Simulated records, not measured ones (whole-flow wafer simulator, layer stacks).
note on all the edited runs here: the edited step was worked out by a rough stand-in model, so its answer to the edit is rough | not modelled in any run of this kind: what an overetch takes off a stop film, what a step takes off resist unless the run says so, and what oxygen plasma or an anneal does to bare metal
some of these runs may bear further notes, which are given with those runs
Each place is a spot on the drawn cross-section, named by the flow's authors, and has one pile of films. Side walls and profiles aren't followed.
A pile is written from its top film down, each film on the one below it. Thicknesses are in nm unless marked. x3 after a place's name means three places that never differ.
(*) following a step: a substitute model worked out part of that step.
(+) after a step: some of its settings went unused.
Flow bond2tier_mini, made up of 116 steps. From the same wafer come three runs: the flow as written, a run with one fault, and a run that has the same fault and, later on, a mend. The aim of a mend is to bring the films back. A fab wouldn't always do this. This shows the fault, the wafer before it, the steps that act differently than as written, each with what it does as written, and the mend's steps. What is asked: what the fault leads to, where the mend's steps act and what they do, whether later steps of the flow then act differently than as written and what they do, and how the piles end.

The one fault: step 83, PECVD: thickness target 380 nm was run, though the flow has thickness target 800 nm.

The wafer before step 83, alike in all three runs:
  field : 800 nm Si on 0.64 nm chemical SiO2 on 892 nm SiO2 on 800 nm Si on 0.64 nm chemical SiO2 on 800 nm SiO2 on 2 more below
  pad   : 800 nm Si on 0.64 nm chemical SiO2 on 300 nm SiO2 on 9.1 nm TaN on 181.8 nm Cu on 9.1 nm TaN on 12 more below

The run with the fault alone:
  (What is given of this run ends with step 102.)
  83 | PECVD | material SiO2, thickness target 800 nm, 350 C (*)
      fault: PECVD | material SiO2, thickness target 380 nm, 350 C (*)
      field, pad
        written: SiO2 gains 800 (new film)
        fault: SiO2 gains 380 (new film)
  Later steps of the flow acting differently than as written (1 more step, not shown, differs only slightly: by at most 2% or 0.5 nm, whichever is larger):
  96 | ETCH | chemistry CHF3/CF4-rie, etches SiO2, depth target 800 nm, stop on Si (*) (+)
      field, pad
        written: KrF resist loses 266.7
        fault: KrF resist loses 171.5
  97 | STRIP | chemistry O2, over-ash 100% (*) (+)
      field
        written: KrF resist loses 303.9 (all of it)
        fault: KrF resist loses 399.1 (all of it)
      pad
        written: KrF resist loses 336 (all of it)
        fault: KrF resist loses 431.1 (all of it)
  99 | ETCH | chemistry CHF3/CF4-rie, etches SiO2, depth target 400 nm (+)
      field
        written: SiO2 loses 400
        fault: SiO2 loses 372 (all of it), Si loses 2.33
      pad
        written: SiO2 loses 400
        fault: SiO2 loses 335 (all of it), Si loses 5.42
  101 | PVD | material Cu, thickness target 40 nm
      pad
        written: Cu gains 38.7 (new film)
        fault: Cu gains 40 (new film)
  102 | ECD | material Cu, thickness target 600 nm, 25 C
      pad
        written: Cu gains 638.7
        fault: Cu gains 603.1
  Once step 102 is done, the piles at field, pad depart from the flow's by more than 2% or 0.5 nm, whichever is larger.
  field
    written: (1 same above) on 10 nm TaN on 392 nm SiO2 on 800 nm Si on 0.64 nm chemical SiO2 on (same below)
    fault: (1 same above) on 10 nm TaN on 797.7 nm Si on 0.64 nm chemical SiO2 on (same below)
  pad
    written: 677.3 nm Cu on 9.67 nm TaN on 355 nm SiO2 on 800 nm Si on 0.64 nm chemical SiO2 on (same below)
    fault: 643.1 nm Cu on 10 nm TaN on 794.6 nm Si on 0.64 nm chemical SiO2 on (same below)

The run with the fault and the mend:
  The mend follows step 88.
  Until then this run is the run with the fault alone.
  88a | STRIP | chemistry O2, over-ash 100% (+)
      field
        KrF resist loses 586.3 (all of it)
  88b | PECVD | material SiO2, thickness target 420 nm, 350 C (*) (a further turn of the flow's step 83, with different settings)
      field, pad
        SiO2 gains 420
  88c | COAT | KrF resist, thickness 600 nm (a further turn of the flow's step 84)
      field, pad
        KrF resist gains 600 (new film)
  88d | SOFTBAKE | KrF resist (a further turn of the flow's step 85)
      leaves every film unchanged at each place that is followed
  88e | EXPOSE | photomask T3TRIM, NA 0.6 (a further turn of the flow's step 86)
      leaves every film unchanged at each place that is followed
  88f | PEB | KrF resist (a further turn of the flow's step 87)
      leaves every film unchanged at each place that is followed
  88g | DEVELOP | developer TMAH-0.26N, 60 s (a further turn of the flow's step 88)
      field
        KrF resist loses 13.7
      pad
        KrF resist loses 600 (all of it)
  Every later step of the flow that is run acts as written at every place that is followed.
  At every place that both follow, the piles at the end match the flow's.
